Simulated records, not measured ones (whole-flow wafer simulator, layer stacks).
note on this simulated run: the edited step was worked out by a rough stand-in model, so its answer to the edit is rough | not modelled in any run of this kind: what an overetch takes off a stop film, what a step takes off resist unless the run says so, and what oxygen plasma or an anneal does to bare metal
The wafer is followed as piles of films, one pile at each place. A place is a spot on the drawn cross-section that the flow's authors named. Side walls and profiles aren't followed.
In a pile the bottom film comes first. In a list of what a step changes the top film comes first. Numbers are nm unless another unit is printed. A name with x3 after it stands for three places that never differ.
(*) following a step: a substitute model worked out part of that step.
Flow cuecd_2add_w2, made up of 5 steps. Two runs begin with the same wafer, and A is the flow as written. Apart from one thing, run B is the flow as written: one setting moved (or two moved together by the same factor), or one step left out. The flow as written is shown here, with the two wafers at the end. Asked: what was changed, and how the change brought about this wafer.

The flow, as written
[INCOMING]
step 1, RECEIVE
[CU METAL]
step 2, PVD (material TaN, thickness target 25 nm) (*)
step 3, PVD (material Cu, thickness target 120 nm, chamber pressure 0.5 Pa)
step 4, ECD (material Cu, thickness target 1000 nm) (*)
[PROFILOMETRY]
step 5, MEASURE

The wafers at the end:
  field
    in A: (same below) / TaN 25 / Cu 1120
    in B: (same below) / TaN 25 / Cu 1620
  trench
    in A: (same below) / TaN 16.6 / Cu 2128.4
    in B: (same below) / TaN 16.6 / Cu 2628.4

What caused this: step 4, ECD: thickness target 1500 nm was run, whereas the flow has thickness target 1000 nm.

Step by step, how the change led to this:
  step 4, ECD (material Cu, thickness target 1000 nm) (*)
      field: A Cu gains 1000 | B Cu gains 1500
      trench: A Cu gains 2047.6 | B Cu gains 2547.6
